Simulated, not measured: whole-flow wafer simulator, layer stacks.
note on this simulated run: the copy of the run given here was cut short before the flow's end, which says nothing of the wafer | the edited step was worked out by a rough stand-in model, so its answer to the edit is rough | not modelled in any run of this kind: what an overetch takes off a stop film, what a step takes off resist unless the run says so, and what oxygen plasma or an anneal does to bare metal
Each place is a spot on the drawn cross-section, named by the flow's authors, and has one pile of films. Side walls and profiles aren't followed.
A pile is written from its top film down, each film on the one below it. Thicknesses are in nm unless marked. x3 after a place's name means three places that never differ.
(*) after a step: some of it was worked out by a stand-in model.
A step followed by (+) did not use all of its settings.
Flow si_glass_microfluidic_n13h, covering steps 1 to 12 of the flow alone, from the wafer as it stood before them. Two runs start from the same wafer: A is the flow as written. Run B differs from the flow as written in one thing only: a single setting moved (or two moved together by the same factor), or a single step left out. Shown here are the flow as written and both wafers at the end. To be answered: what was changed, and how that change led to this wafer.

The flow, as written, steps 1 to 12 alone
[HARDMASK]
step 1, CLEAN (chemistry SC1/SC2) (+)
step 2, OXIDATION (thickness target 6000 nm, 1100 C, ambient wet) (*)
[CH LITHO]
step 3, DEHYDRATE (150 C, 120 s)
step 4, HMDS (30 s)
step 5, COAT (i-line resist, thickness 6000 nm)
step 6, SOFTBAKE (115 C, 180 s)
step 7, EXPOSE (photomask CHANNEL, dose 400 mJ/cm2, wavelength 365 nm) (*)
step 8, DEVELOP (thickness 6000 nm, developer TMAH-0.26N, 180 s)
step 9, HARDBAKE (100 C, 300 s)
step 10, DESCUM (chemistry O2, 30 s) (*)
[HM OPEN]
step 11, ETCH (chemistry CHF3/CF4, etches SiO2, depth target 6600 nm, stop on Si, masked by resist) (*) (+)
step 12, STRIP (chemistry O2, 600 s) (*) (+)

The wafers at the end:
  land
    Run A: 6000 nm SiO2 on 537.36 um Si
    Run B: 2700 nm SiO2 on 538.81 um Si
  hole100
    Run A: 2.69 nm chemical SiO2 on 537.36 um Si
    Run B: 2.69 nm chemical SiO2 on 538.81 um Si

What caused this: step 2, OXIDATION: thickness target 2700 nm was run, whereas the flow has thickness target 6000 nm.
One can read it off the wafer: land has SiO2 2700, and step 2 as written asks for 6000 nm.

How this came from the change, step by step:
  step 2, OXIDATION (thickness target 6000 nm, 1100 C, ambient wet) (*)
      land, hole100: A +6000 SiO2 (new film), -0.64 chemical SiO2 (all of it), -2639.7 Si | B +2700 SiO2 (new film), -0.64 chemical SiO2 (all of it), -1187.7 Si
  step 11, ETCH (chemistry CHF3/CF4, etches SiO2, depth target 6600 nm, stop on Si, masked by resist) (*) (+)
      land: A -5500 i-line resist | B -3375 i-line resist
      hole100: A -6000 SiO2 (all of it) | B -2700 SiO2 (all of it)
  step 12, STRIP (chemistry O2, 600 s) (*) (+)
      land: A -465 i-line resist (all of it) | B -2590 i-line resist (all of it)
